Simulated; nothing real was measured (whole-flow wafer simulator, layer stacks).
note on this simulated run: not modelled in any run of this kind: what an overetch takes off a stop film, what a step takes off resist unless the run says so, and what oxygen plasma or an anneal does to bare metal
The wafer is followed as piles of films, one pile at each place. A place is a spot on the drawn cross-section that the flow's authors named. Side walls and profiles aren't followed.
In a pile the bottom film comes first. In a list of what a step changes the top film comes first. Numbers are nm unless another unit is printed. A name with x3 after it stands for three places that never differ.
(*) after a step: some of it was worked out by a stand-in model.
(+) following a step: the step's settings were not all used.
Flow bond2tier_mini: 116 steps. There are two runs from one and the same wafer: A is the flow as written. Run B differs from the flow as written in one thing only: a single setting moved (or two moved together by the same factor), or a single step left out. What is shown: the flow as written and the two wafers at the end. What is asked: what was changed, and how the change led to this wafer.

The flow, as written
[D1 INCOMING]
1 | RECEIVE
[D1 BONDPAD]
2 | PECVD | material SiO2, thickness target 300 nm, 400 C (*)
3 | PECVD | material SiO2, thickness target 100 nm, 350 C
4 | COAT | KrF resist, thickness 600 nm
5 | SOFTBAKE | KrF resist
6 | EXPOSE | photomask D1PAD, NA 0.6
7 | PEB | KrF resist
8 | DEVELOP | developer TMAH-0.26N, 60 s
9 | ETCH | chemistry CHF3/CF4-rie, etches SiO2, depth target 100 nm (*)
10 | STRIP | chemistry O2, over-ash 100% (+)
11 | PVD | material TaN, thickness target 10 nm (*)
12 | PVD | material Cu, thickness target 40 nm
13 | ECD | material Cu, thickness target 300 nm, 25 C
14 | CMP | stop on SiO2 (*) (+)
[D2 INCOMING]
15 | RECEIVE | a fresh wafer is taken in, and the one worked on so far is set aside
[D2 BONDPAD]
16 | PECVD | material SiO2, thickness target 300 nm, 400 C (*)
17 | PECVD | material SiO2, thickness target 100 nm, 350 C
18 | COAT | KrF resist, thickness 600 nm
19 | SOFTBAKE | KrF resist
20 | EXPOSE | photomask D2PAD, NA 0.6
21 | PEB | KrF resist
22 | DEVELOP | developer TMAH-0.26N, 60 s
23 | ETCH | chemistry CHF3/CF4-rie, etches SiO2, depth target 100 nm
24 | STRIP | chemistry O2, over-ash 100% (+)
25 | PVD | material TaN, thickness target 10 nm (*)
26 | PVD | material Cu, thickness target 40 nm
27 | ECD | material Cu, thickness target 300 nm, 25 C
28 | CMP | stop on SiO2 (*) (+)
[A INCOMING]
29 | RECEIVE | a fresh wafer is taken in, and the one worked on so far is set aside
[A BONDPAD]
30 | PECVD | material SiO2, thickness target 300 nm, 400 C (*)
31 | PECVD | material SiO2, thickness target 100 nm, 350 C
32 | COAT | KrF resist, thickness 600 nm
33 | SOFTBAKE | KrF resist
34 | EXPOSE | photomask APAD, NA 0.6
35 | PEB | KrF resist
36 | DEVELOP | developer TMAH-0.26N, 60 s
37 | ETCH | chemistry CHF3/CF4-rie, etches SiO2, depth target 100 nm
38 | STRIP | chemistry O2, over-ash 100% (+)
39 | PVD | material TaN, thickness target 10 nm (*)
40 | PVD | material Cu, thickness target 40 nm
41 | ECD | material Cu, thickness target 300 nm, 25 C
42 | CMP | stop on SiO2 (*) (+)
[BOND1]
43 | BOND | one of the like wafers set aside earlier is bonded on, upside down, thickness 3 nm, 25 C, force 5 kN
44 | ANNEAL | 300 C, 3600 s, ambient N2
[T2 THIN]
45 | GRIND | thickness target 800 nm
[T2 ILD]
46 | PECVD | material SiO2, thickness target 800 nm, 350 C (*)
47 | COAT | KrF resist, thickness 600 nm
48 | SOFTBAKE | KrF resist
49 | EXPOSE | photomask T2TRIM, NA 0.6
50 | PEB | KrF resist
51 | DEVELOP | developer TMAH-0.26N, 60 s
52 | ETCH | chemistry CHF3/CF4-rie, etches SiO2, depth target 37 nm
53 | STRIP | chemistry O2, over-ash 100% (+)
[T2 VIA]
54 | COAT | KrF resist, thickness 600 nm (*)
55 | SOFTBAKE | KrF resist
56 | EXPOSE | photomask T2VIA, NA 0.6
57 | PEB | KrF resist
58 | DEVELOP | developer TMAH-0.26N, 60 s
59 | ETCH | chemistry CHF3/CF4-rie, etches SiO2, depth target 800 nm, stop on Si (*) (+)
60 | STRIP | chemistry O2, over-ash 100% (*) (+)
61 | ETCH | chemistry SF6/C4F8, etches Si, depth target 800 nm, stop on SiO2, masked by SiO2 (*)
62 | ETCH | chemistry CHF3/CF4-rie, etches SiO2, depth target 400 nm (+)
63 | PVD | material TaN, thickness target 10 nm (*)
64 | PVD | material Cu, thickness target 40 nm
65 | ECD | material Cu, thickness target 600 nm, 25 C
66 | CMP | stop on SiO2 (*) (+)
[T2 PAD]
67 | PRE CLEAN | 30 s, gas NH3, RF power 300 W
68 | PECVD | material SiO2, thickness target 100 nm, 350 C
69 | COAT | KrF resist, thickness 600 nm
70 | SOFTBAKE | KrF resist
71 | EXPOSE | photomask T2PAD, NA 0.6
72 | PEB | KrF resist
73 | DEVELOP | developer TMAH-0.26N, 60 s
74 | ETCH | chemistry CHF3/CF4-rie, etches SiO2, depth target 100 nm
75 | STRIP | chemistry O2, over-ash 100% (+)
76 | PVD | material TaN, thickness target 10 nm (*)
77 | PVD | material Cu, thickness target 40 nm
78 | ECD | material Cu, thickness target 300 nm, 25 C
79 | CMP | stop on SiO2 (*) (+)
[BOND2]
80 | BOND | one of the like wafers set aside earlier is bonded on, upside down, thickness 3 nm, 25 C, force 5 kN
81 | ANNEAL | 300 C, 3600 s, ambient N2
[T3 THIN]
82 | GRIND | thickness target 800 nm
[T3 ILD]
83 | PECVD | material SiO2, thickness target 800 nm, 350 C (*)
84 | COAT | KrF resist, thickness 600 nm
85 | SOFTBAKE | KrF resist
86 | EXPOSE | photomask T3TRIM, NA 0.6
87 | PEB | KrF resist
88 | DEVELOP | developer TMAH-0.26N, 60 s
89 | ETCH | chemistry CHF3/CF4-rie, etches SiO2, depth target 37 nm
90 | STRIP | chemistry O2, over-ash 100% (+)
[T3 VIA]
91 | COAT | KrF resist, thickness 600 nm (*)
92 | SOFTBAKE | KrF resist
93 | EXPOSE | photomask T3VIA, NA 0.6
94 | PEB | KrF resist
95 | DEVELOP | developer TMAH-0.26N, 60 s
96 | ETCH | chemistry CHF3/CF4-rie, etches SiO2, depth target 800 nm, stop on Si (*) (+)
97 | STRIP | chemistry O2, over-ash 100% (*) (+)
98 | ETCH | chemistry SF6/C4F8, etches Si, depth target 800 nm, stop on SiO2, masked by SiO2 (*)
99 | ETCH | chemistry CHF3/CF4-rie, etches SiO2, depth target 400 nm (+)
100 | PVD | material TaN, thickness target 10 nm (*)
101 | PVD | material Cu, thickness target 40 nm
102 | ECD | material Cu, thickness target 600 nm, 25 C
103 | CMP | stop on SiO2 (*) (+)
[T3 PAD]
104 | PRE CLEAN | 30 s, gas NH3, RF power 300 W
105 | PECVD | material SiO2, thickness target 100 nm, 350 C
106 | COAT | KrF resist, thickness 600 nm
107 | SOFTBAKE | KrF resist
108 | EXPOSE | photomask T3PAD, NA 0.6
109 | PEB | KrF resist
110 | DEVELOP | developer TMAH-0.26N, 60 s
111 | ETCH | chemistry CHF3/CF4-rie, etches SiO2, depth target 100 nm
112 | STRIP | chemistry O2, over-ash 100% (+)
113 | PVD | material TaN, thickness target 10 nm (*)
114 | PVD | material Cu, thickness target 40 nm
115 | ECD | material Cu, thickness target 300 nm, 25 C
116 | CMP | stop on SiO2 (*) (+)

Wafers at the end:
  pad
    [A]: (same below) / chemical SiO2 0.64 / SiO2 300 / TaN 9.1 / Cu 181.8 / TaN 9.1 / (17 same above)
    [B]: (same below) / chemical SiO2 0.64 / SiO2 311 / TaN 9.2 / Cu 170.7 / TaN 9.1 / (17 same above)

The reason: step 37, ETCH: depth target 89 nm was run, whereas the flow has depth target 100 nm.

The path from the change to this, step by step:
  37 | ETCH | chemistry CHF3/CF4-rie, etches SiO2, depth target 100 nm
      pad, via: A SiO2 loses 100 | B SiO2 loses 89
      field: A KrF resist loses 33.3 | B KrF resist loses 29.7
  41 | ECD | material Cu, thickness target 300 nm, 25 C
      pad: A Cu gains 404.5 | B Cu gains 393
      via: A Cu gains 400.2 | B Cu gains 389.1
